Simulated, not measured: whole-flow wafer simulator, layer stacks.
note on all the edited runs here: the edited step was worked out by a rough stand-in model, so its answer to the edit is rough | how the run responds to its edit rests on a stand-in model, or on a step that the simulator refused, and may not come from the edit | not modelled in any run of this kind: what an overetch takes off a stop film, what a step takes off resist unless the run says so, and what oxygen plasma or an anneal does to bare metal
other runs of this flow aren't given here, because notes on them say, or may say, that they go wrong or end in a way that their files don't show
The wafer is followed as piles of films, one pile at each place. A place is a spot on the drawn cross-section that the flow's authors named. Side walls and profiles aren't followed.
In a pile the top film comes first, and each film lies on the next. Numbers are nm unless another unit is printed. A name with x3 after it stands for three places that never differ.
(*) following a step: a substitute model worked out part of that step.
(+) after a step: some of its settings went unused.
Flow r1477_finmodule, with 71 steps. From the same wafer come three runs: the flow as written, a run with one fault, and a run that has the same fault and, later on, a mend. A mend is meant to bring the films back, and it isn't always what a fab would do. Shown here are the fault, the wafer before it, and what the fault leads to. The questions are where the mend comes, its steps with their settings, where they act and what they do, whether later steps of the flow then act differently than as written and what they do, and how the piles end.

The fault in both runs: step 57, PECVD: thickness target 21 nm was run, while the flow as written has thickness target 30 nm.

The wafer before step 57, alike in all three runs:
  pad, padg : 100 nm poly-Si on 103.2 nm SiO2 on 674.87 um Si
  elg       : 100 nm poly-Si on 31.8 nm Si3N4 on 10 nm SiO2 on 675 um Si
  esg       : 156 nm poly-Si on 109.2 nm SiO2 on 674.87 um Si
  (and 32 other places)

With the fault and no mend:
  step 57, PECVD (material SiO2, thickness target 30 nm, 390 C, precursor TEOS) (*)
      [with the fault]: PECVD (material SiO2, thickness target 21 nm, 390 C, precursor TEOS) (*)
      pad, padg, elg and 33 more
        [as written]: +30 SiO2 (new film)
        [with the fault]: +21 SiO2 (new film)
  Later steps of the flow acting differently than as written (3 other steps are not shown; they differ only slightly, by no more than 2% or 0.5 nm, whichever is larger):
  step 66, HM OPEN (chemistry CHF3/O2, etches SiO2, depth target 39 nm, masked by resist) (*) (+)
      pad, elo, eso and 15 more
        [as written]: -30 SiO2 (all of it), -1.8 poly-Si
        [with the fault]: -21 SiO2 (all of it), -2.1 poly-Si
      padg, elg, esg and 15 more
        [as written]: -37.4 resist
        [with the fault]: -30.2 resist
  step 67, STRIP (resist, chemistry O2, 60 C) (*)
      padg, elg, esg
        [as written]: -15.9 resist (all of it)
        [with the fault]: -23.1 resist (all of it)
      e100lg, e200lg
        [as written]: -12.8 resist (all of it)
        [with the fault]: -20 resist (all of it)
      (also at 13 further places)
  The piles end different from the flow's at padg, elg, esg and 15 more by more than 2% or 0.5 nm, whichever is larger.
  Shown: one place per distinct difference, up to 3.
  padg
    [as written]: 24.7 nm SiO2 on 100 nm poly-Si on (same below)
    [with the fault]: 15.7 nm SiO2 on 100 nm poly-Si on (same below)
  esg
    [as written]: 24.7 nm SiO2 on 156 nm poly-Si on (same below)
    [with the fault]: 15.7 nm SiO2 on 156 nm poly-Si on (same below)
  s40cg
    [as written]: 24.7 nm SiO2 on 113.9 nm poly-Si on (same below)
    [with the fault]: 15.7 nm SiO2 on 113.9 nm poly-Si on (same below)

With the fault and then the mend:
  After step 64 comes the mend.
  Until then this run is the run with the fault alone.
  step 64a, STRIP (resist, chemistry O2, 60 C)
      padg, elg, esg
        -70 resist (all of it)
      e40lg, e100lg, e200lg
        -66.9 resist (all of it)
      s40sg, s45sg
        -91 resist (all of it)
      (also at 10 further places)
  step 64b, PECVD (material SiO2, thickness target 9 nm, 390 C, precursor TEOS) (*) (the flow's step 57 again, with other settings)
      pad, padg, elg and 33 more
        +9 SiO2
  step 64c, COAT (resist, thickness 70 nm) (*) (the flow's step 60 again)
      e40lg, e100lg, e200lg, elo, e40lo, e100lo, e200lo
        +66.9 resist (new film)
      pad, padg, elg, esg
        +70 resist (new film)
      s40sg, s45sg, s40so, s45so
        +91 resist (new film)
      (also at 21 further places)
  step 64d, SOFTBAKE (180 C, 180 s) (*) (the flow's step 61 again)
      does not change any film at any place that is followed
  step 64e, EXPOSE (resist, photomask GATE) (the flow's step 62 again)
      does not change any film at any place that is followed
  step 64f, DEVELOP (*) (the flow's step 63 again)
      elo, e40lo, e100lo, e200lo
        -66.9 resist (all of it)
      eso, e40so
        -129.5 resist (all of it)
      s40so, s45so
        -91 resist (all of it)
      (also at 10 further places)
  Every later step of the flow that is run acts as written at every place that is followed.
  The piles end the same as the flow's at every place that both follow.
